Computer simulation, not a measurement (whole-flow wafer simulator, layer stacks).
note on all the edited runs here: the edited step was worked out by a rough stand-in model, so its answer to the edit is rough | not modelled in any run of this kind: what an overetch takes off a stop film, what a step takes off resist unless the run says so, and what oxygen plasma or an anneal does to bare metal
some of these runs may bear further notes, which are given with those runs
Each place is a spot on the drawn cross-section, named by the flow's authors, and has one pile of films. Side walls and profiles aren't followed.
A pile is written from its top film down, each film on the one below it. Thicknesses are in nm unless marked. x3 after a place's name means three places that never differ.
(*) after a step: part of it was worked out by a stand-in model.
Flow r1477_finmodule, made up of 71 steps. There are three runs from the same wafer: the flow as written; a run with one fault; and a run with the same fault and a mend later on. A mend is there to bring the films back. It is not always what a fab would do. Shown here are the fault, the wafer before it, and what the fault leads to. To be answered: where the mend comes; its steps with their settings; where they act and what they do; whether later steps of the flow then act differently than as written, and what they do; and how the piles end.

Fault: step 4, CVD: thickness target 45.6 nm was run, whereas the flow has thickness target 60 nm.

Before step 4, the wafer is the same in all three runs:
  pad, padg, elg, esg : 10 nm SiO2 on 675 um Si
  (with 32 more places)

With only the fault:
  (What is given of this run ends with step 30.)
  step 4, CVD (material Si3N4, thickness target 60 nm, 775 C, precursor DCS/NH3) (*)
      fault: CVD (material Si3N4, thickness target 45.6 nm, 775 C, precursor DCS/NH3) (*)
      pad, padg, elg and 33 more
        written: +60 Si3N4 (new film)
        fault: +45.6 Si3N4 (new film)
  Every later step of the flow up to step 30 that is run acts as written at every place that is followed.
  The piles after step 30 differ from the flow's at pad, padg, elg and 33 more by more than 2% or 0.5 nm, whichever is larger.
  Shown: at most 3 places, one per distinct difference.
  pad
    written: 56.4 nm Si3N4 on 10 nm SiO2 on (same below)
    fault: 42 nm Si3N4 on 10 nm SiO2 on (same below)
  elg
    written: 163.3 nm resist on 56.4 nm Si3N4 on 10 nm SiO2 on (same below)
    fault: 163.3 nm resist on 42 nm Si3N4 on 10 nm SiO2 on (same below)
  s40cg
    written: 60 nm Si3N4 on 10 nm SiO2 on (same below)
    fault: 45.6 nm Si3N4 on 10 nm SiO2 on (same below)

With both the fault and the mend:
  The mend follows step 5.
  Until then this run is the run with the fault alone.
  step 5a, CVD (material Si3N4, thickness target 14.4 nm, 775 C, precursor DCS/NH3) (*) (the flow's step 4, run once more with other settings)
      pad, padg, elg and 33 more
        +14.4 Si3N4
  Every later step of the flow that is run acts as written at every place that is followed.
  The piles end the same as the flow's at every place that both follow.
